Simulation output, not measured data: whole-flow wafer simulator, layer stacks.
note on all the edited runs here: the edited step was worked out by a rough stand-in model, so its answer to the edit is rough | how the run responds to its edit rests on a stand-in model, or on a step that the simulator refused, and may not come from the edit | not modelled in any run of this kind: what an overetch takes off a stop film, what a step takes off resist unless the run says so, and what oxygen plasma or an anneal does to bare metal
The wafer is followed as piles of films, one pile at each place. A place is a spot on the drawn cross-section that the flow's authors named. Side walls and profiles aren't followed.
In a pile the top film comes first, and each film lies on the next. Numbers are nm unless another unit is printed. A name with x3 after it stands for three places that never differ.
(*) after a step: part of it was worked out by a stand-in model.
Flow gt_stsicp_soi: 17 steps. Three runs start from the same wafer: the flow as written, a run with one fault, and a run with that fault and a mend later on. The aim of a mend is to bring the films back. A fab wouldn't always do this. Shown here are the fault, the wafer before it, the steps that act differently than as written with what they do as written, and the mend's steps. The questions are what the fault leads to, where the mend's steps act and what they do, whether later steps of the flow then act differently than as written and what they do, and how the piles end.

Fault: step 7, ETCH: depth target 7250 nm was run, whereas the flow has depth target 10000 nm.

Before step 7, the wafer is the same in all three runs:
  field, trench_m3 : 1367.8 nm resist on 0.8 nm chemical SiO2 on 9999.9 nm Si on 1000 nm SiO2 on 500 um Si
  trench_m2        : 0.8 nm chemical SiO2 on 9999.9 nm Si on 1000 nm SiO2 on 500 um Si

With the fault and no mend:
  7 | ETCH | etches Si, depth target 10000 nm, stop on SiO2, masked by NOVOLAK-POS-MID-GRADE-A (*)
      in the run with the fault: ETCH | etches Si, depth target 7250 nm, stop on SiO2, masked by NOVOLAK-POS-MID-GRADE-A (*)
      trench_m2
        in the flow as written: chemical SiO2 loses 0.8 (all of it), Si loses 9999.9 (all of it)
        in the run with the fault: chemical SiO2 loses 0.8 (all of it), Si loses 7250
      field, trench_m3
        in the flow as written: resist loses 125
        in the run with the fault: resist loses 90.6
  Later steps of the flow acting differently than as written (1 other step is not shown; it differs only slightly, by no more than 2% or 0.5 nm, whichever is larger):
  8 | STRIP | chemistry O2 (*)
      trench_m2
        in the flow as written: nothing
        in the run with the fault: chemical SiO2 gains 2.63 (new film), Si loses 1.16
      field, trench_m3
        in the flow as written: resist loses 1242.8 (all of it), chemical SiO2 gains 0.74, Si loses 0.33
        in the run with the fault: resist loses 1277.2 (all of it), chemical SiO2 gains 0.75, Si loses 0.33
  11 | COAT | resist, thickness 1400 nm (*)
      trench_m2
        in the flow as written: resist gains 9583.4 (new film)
        in the run with the fault: resist gains 7393.6 (new film)
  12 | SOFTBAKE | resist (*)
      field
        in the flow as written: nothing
        in the run with the fault: resist gains 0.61
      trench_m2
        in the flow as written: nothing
        in the run with the fault: resist gains 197
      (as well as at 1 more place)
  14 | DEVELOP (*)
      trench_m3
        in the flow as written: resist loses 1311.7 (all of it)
        in the run with the fault: resist loses 1341.7 (all of it)
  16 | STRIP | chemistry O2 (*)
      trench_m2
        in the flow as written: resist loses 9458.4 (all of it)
        in the run with the fault: resist loses 7465.6 (all of it), chemical SiO2 gains 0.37, Si loses 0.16
  By the end, the piles at trench_m2 depart from the flow's by more than 2% or 0.5 nm, whichever is larger.
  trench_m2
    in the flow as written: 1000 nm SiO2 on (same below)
    in the run with the fault: 3 nm chemical SiO2 on 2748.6 nm Si on 1000 nm SiO2 on (same below)

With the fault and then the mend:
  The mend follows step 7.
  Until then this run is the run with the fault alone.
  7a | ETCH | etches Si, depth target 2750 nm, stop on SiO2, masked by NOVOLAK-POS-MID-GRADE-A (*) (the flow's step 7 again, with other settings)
      field, trench_m3
        resist loses 34.4
      trench_m2
        Si loses 2749.9 (all of it)
  Later steps of the flow that are run all act as written at every place that is followed.
  The piles end the same as the flow's at every place that both follow.
